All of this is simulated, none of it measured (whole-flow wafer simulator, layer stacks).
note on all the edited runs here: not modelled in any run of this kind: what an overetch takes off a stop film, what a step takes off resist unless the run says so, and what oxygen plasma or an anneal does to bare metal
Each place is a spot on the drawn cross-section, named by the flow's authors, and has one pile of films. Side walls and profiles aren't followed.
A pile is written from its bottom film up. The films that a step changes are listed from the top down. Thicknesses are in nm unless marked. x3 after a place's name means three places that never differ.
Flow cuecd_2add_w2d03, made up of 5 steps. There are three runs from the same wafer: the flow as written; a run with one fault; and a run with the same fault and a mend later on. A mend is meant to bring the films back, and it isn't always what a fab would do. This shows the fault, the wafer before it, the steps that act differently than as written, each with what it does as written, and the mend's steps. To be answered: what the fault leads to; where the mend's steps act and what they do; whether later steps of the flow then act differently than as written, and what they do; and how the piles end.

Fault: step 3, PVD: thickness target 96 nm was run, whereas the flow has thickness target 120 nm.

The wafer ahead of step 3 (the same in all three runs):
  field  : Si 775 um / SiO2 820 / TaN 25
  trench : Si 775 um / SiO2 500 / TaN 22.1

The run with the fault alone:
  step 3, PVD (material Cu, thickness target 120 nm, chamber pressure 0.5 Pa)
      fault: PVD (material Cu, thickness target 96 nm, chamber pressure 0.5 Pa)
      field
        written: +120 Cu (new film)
        fault: +96 Cu (new film)
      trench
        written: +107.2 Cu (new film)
        fault: +85.7 Cu (new film)
  Later steps of the flow that are run all act as written at every place that is followed.
  At field, the piles at the end differ from the flow's by more than 2% or 0.5 nm, whichever is larger.
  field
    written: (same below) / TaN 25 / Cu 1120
    fault: (same below) / TaN 25 / Cu 1096

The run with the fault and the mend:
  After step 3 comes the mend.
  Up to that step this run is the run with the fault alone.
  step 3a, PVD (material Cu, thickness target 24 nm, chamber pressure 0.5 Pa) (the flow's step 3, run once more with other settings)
      field
        +24 Cu
      trench
        +21.1 Cu
  Later steps of the flow that are run all act as written at every place that is followed.
  At the end the piles are close to the flow's at the places that both follow, differing by at most 2% or 0.5 nm, whichever is larger.
